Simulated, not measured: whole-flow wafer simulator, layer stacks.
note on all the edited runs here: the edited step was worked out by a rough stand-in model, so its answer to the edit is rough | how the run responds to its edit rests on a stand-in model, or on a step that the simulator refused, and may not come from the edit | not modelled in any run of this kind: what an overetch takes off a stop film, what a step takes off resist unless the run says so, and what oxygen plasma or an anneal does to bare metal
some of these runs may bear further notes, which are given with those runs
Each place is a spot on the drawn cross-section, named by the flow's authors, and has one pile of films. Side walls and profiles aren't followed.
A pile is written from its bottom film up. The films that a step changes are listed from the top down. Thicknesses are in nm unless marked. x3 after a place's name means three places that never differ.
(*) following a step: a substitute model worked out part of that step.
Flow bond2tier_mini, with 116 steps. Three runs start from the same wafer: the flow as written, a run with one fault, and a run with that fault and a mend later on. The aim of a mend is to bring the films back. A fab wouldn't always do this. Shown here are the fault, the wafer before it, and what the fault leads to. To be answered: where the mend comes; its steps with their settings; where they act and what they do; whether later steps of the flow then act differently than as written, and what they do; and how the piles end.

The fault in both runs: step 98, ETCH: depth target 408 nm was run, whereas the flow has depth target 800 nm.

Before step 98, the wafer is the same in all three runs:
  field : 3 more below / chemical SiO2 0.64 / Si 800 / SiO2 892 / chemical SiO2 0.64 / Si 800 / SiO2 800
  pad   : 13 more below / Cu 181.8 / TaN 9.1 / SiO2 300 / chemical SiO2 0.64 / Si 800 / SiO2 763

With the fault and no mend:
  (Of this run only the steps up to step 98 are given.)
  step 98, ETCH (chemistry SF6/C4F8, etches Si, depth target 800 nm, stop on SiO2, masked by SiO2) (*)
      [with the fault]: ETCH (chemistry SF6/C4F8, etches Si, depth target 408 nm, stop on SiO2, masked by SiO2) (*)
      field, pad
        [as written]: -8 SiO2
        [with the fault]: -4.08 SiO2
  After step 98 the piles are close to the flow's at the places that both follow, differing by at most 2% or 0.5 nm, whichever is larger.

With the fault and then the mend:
  The mend stands after step 98.
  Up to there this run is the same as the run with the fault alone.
  step 98a, ETCH (chemistry SF6/C4F8, etches Si, depth target 392 nm, stop on SiO2, masked by SiO2) (*) (a further turn of the flow's step 98, with different settings)
      field, pad
        -3.92 SiO2
  Later steps of the flow that are run all act as written at every place that is followed.
  By the end, the piles equal the flow's at every place that both follow.
